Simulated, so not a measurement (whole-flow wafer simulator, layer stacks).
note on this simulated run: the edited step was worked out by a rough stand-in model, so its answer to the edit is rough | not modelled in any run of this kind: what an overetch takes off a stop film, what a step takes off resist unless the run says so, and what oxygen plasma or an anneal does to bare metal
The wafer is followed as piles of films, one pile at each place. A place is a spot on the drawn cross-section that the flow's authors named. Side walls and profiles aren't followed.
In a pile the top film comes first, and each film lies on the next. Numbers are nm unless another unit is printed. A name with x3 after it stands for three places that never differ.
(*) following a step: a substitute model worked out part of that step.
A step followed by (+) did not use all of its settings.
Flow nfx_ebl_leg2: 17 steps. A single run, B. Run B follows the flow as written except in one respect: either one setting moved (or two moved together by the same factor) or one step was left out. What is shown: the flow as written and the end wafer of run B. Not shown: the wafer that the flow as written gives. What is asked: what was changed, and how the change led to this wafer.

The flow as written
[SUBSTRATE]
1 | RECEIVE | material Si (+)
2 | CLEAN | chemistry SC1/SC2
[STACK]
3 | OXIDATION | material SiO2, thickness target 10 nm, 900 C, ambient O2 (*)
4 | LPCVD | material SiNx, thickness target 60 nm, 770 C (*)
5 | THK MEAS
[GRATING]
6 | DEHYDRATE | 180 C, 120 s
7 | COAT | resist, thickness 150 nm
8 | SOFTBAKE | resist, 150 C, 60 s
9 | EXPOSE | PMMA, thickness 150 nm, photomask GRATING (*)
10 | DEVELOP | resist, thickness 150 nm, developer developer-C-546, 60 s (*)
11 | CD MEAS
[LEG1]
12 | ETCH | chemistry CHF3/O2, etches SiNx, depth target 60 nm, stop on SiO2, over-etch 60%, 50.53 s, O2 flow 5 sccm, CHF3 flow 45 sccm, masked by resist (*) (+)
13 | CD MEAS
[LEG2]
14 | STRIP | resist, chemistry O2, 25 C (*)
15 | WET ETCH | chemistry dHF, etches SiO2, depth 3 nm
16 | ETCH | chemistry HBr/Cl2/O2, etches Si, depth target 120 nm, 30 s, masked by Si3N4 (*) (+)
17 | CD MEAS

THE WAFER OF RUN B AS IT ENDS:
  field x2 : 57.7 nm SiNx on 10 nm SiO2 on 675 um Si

What caused this: step 4, LPCVD: thickness target 64.5 nm was run, though the flow has thickness target 60 nm.

The path from the change to this, step by step:
  4 | LPCVD | material SiNx, thickness target 60 nm, 770 C (*)
      field x2, pad x2: +64.5 SiNx (new film) (in the flow as written it would be: +60 SiNx (new film))
  12 | ETCH | chemistry CHF3/O2, etches SiNx, depth target 60 nm, stop on SiO2, over-etch 60%, 50.53 s, O2 flow 5 sccm, CHF3 flow 45 sccm, masked by resist (*) (+)
      pad x2: -64.5 SiNx (all of it), -10 SiO2 (all of it) (in the flow as written it would be: -60 SiNx (all of it), -10 SiO2 (all of it))
